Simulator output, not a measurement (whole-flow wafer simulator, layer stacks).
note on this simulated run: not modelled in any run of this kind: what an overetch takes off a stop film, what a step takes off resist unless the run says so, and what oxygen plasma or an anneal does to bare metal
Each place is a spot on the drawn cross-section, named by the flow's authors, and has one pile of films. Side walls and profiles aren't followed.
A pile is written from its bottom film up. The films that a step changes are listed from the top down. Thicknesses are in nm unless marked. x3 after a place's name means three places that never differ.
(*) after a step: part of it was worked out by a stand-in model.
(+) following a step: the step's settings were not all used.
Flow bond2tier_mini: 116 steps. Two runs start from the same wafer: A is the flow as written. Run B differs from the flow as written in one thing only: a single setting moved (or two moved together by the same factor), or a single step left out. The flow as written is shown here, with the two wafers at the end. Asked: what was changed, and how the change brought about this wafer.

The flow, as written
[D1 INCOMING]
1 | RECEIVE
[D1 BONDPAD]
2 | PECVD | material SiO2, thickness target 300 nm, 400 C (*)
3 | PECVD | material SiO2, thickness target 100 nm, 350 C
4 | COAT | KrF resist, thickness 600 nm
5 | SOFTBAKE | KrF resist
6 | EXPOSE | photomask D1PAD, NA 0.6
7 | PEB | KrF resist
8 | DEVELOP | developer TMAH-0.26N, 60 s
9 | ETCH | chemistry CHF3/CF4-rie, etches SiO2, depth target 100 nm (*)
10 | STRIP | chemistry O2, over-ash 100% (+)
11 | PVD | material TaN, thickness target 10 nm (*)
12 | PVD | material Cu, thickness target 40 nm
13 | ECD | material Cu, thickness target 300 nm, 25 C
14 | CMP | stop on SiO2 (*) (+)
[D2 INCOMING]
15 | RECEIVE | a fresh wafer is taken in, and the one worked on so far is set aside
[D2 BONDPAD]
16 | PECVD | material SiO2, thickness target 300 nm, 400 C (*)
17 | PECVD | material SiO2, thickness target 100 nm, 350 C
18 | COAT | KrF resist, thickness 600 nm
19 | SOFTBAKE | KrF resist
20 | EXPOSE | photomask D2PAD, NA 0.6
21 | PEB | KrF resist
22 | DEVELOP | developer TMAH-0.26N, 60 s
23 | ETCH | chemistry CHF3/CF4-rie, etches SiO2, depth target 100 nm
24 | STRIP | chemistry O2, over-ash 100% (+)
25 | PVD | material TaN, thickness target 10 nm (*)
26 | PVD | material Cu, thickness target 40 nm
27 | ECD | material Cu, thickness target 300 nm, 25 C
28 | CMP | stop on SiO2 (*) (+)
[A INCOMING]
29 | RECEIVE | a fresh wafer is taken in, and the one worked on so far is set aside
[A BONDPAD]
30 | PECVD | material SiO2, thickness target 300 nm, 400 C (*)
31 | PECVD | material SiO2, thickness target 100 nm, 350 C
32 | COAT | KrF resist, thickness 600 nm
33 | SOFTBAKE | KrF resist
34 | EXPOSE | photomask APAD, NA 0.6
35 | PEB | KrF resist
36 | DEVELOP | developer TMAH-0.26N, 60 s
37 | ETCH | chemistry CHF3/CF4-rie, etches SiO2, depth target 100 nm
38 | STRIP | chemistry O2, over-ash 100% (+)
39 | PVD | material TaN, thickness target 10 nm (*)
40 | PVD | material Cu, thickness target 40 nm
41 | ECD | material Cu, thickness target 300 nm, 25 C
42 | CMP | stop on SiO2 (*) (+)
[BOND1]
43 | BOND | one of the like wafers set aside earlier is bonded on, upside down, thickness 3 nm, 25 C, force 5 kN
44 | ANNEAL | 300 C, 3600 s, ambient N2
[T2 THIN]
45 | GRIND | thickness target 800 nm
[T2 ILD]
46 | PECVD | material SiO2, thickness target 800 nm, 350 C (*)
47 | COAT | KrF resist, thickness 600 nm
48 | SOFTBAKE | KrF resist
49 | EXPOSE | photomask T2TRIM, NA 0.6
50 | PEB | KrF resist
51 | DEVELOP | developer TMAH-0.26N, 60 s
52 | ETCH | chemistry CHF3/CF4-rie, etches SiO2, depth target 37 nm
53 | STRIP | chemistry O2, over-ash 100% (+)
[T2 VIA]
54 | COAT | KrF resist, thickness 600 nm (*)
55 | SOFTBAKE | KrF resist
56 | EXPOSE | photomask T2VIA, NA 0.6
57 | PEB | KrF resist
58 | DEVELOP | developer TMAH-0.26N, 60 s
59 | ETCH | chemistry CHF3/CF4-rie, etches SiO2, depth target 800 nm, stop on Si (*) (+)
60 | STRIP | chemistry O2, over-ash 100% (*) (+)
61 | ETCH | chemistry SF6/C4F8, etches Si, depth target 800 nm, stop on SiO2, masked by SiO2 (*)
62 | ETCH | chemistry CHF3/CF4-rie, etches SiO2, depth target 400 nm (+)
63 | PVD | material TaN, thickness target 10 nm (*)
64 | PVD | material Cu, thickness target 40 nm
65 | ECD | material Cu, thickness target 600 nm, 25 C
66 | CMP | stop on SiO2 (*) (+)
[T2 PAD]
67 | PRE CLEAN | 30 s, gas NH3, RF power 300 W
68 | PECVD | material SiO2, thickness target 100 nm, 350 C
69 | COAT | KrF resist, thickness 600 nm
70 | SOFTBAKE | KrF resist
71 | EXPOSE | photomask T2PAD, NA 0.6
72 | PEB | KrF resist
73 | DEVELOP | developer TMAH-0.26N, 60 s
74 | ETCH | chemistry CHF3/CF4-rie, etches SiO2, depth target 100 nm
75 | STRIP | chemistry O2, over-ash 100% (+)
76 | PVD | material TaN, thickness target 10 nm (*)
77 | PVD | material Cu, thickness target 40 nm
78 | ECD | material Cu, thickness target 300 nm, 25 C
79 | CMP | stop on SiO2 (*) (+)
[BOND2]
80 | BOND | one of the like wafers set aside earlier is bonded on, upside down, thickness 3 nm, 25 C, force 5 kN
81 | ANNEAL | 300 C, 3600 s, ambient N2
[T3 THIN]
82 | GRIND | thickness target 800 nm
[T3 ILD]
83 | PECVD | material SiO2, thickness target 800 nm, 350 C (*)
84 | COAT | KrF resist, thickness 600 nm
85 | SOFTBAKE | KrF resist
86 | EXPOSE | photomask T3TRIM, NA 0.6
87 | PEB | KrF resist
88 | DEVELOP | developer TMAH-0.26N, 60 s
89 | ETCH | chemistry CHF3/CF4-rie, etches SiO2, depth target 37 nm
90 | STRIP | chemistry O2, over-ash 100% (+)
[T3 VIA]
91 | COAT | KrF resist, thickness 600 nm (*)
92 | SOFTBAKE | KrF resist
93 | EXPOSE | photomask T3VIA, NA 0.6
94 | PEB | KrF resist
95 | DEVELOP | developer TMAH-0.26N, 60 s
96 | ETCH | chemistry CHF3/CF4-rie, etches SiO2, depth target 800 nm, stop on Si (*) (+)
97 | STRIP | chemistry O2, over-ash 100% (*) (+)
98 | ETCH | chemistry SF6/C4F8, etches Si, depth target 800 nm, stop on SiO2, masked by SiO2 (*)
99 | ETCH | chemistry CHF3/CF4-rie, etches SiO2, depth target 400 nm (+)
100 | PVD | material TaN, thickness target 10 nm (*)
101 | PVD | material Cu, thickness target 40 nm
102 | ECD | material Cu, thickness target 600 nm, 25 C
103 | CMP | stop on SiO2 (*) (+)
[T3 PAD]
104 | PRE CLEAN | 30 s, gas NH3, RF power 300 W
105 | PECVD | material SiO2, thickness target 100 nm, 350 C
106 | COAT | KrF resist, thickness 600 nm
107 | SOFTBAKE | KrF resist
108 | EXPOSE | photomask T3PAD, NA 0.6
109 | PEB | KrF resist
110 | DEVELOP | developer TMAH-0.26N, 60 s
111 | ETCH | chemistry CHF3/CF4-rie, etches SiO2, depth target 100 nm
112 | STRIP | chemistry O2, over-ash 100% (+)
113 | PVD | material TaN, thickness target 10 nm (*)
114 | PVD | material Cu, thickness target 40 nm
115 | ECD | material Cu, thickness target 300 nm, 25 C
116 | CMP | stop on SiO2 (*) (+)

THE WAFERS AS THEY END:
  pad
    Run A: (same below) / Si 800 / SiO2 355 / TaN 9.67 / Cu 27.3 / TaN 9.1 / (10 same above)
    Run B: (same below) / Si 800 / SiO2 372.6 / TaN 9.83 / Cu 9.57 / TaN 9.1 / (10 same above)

Cause: step 52, ETCH: depth target 19.4 nm was run, whereas the flow has depth target 37 nm.

How this came from the change, step by step:
  52 | ETCH | chemistry CHF3/CF4-rie, etches SiO2, depth target 37 nm
      pad, via: A SiO2 loses 37 | B SiO2 loses 19.4
      field: A KrF resist loses 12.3 | B KrF resist loses 6.47
  59 | ETCH | chemistry CHF3/CF4-rie, etches SiO2, depth target 800 nm, stop on Si (*) (+)
      via: A SiO2 loses 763 (all of it) | B SiO2 loses 780.6 (all of it)
  60 | STRIP | chemistry O2, over-ash 100% (*) (+)
      field: A KrF resist loses 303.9 (all of it) | B KrF resist loses 311.4 (all of it)
      pad: A KrF resist loses 336 (all of it) | B KrF resist loses 328.2 (all of it)
  65 | ECD | material Cu, thickness target 600 nm, 25 C
      pad: A Cu gains 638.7 | B Cu gains 620.3
